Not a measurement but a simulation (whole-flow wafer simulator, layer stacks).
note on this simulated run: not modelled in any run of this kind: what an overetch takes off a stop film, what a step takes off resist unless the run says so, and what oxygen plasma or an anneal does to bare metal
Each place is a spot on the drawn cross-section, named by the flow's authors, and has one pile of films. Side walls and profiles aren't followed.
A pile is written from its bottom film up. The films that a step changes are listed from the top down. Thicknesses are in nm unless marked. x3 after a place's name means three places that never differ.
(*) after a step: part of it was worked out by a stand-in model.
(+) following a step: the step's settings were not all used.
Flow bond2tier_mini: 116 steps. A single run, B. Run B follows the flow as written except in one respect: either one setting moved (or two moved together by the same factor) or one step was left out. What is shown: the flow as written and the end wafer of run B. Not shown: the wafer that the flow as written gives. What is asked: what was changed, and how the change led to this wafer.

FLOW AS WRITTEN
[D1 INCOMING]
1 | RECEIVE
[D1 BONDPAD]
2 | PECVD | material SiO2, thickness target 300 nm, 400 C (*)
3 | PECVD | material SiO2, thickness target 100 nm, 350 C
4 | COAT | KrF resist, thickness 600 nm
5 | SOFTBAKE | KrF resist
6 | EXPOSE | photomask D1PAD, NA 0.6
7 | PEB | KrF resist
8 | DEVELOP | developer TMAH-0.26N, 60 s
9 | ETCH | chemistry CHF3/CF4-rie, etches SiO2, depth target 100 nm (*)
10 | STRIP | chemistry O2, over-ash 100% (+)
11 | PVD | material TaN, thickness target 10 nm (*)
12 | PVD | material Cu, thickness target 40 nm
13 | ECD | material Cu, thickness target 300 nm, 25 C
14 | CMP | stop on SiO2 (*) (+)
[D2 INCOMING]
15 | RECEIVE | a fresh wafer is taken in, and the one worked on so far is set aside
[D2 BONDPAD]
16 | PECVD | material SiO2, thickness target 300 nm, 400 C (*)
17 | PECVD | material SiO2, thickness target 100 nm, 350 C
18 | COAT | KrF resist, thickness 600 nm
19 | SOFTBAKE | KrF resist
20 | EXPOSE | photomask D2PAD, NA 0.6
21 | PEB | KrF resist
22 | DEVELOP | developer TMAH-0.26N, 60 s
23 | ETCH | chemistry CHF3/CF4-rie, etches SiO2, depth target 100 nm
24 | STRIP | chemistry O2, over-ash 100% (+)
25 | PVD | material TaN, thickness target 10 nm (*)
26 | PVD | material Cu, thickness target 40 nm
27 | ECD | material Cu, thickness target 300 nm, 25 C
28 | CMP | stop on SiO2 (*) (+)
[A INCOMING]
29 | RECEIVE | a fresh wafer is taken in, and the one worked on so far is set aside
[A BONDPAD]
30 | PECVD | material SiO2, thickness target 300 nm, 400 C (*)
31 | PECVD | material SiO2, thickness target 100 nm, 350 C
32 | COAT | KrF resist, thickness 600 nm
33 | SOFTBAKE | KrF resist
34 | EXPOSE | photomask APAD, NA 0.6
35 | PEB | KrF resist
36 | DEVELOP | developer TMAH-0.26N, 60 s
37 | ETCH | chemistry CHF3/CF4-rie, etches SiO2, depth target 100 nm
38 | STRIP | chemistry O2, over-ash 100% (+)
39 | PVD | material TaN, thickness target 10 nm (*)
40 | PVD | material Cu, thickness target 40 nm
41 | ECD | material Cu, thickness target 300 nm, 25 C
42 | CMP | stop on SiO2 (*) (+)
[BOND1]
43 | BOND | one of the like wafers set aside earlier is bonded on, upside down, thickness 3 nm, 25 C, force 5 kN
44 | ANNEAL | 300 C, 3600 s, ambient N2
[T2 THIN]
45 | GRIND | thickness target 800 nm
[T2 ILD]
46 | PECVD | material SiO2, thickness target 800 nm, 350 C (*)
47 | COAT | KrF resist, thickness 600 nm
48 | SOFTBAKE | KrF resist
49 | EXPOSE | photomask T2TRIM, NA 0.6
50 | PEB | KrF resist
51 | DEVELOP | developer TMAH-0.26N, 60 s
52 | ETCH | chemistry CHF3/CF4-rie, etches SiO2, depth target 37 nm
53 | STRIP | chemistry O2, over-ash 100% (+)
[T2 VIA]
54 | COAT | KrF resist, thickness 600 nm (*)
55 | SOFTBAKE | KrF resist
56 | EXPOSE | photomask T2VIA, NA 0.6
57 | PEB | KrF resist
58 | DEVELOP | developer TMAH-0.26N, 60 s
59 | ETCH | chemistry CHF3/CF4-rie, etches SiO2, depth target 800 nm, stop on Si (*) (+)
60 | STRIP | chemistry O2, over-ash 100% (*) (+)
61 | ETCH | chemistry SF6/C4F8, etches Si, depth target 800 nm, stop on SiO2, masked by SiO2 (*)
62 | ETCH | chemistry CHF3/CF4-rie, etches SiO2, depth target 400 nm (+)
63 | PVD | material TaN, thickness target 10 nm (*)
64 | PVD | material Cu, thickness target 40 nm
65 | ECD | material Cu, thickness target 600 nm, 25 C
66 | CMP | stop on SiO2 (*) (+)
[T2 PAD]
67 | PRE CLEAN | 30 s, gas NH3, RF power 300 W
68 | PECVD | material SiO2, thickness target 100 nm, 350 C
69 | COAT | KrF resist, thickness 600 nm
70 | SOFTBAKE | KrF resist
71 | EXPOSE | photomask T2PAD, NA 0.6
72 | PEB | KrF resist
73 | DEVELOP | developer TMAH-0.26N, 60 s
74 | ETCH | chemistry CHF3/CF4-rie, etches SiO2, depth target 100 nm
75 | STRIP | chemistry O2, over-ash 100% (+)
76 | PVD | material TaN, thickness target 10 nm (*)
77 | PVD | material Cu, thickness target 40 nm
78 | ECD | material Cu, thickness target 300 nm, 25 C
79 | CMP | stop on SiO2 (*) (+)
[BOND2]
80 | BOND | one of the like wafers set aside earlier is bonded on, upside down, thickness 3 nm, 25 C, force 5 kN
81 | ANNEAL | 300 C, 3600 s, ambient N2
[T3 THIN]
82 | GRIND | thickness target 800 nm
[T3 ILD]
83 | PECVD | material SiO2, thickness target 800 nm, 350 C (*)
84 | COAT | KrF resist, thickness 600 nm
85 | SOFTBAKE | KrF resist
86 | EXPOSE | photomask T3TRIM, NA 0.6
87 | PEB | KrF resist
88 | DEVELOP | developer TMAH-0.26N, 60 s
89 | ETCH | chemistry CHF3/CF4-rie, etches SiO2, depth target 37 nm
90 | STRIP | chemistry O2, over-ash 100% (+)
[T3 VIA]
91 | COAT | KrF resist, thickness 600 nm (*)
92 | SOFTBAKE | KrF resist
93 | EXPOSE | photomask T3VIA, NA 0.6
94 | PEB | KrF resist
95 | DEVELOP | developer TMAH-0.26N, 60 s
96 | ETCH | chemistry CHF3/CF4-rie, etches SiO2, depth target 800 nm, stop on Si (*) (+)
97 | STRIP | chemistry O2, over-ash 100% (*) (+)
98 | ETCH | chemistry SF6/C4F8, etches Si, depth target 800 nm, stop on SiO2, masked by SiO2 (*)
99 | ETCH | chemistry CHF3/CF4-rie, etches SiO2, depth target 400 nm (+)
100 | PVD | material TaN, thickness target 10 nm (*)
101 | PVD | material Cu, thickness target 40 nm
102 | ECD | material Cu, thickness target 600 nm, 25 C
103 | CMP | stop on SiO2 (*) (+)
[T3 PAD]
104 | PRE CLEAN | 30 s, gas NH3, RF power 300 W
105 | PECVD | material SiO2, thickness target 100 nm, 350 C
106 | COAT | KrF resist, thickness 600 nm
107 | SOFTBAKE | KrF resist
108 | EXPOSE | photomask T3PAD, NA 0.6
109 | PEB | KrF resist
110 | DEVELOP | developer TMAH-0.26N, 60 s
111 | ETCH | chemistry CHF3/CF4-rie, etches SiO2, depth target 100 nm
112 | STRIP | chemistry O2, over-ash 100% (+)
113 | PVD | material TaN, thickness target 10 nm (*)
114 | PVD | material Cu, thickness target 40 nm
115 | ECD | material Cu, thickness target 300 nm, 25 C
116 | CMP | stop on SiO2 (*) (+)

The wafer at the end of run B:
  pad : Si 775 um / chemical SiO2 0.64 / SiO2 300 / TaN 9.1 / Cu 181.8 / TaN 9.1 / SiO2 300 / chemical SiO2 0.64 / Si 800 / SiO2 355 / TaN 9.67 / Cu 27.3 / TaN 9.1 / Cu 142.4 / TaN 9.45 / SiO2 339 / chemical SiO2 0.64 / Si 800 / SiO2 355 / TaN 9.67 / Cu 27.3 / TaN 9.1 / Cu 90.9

What caused this: step 23, ETCH: depth target 61 nm was run, though the flow has depth target 100 nm.

Step by step, how the change led to this:
  23 | ETCH | chemistry CHF3/CF4-rie, etches SiO2, depth target 100 nm
      pad, via: SiO2 loses 61 (in the flow as written it would be: SiO2 loses 100)
      field: KrF resist loses 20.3 (in the flow as written it would be: KrF resist loses 33.3)
  24 | STRIP | chemistry O2, over-ash 100% (+)
      field: KrF resist loses 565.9 (all of it) (in the flow as written it would be: KrF resist loses 552.9 (all of it))
  26 | PVD | material Cu, thickness target 40 nm
      pad: Cu gains 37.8 (new film) (in the flow as written it would be: Cu gains 36.4 (new film))
  27 | ECD | material Cu, thickness target 300 nm, 25 C
      pad: Cu gains 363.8 (in the flow as written it would be: Cu gains 404.5)
      via: Cu gains 361 (in the flow as written it would be: Cu gains 400.2)
  80 | BOND | one of the like wafers set aside earlier is bonded on, upside down, thickness 3 nm, 25 C, force 5 kN
      pad: Si gains 775 um (new film), chemical SiO2 gains 0.64 (new film), SiO2 gains 339 (new film), TaN gains 9.45 (new film), Cu gains 51.6 (in the flow as written it would be: Si gains 775 um (new film), chemical SiO2 gains 0.64 (new film), SiO2 gains 300 (new film), TaN gains 9.1 (new film), Cu gains 90.9)
